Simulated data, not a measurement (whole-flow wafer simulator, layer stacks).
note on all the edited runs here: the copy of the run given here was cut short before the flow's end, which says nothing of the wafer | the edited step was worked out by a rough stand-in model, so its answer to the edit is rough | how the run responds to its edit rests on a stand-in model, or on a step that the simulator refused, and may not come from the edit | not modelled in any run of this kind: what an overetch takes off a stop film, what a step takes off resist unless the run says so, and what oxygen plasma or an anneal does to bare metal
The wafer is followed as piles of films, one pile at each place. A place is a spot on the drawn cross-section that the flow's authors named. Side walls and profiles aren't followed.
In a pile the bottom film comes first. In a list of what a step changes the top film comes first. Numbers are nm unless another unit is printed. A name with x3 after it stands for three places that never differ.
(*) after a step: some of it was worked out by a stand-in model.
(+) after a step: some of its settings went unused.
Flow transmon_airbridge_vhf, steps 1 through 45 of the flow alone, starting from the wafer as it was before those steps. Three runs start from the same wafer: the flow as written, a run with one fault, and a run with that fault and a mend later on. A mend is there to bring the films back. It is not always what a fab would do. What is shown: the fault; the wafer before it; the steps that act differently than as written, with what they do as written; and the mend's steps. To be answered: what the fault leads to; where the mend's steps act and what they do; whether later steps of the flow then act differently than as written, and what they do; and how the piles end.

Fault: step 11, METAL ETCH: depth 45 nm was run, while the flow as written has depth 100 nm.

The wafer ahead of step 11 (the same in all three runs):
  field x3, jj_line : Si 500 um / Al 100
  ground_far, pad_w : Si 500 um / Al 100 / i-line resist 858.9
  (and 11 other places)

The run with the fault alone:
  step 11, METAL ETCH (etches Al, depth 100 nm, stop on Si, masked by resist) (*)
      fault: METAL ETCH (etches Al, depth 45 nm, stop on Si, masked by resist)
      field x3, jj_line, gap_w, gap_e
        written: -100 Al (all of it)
        fault: -45 Al
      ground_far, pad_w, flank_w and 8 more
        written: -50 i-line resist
        fault: -22.5 i-line resist
  Steps further on in the flow that do not act as written (10 other steps are not shown; they differ only slightly, by no more than 2% or 0.5 nm, whichever is larger):
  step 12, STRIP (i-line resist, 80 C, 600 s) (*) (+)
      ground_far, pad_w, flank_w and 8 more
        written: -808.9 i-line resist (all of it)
        fault: -836.4 i-line resist (all of it)
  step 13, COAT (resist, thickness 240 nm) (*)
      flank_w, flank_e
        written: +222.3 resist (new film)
        fault: +231.2 resist (new film)
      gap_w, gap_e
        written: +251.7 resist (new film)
        fault: +245.7 resist (new film)
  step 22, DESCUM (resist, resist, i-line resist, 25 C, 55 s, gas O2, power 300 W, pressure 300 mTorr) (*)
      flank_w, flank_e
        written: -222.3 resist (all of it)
        fault: -231.2 resist (all of it)
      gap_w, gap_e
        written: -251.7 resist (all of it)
        fault: -245.7 resist (all of it)
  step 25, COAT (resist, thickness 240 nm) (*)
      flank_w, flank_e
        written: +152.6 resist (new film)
        fault: +159.4 resist (new film)
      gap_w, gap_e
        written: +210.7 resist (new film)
        fault: +204.7 resist (new film)
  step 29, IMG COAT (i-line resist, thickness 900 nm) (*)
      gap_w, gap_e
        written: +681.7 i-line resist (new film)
        fault: +667.3 i-line resist (new film)
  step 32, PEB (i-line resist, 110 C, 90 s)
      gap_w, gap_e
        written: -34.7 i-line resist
        fault: -34 i-line resist
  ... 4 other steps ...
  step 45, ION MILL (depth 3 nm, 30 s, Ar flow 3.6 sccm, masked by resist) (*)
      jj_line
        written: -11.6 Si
        fault: -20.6 Al
  By the end, the piles at field x3, jj_line, flank_w, gap_w, gap_e, flank_e depart from the flow's by more than 2% or 0.5 nm, whichever is larger.
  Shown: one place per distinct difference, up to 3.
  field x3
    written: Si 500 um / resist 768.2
    fault: Si 500 um / Al 55 / resist 768.2
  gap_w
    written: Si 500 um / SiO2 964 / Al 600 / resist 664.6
    fault: Si 500 um / Al 55 / SiO2 964 / Al 600 / resist 649.9
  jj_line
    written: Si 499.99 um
    fault: Si 500 um / Al 34.4

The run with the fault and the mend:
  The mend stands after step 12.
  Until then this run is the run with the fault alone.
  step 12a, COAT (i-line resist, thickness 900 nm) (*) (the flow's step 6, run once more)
      field x3, jj_line, trace_open_s x2, margin_s, bridge_strip, margin_n
        +900 i-line resist (new film)
      pad_w, pad_e
        +894.5 i-line resist (new film)
      flank_w, flank_e
        +889.4 i-line resist (new film)
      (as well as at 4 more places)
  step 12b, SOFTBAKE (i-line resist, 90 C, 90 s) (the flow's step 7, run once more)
      flank_w, flank_e
        -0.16 i-line resist
      gap_w, gap_e
        +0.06 i-line resist
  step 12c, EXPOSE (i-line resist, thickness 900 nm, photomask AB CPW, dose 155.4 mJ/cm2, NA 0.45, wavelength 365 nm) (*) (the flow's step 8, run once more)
      alters no film at any place that is followed
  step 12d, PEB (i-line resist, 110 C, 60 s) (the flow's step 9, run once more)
      field x3, jj_line, trace_open_s x2, margin_s, bridge_strip, margin_n
        -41 i-line resist
      pad_w, pad_e
        -40.8 i-line resist
      flank_w, flank_e
        -40.5 i-line resist
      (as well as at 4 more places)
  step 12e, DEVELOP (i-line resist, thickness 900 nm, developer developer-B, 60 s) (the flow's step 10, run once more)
      trace_open_s x2, margin_s, bridge_strip, margin_n
        -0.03 i-line resist
      field x3, jj_line
        -859 i-line resist (all of it)
      gap_w, gap_e
        -882.4 i-line resist (all of it)
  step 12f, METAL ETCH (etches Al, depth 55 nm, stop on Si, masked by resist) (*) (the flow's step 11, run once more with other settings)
      ground_far, pad_w, flank_w and 8 more
        -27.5 i-line resist
      field x3, jj_line, gap_w, gap_e
        -55 Al (all of it)
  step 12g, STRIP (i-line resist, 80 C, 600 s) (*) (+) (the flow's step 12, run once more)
      trace_open_s x2, margin_s, bridge_strip, margin_n
        -831.4 i-line resist (all of it)
      pad_w, pad_e
        -826.2 i-line resist (all of it)
      flank_w, flank_e
        -821.2 i-line resist (all of it)
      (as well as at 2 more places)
  Every later step of the flow that is run acts as written at every place that is followed.
  By the end, the piles equal the flow's at every place that both follow.
